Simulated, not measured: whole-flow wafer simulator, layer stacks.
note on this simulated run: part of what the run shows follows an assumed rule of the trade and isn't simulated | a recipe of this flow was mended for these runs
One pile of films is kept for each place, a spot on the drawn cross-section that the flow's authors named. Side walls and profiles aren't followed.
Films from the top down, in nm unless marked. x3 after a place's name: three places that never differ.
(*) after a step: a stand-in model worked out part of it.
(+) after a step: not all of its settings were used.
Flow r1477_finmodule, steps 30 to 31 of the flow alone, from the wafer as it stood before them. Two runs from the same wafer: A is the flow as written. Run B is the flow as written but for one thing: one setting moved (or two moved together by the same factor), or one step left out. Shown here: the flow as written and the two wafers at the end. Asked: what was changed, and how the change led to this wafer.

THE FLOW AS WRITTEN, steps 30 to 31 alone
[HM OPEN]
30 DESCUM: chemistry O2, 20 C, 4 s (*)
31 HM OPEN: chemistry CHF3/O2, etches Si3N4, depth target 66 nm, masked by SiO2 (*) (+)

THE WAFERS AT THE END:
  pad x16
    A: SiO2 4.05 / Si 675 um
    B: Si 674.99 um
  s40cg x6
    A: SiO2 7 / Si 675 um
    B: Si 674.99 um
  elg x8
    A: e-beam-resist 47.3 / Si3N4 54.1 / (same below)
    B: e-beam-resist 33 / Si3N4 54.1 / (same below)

The cause: step 31, HM OPEN: depth target 80.3 nm was run, where the flow has depth target 66 nm.

How the change led to this, step by step:
  31 HM OPEN: chemistry CHF3/O2, etches Si3N4, depth target 66 nm, masked by SiO2 (*) (+)
      pad x16: A Si3N4 -54.1 (all of it), SiO2 -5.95 | B Si3N4 -54.1 (all of it), SiO2 -10 (all of it), Si -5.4
      s40cg x6: A Si3N4 -60 (all of it), SiO2 -3 | B Si3N4 -60 (all of it), SiO2 -10 (all of it), Si -3.43
      (and at 14 more places)
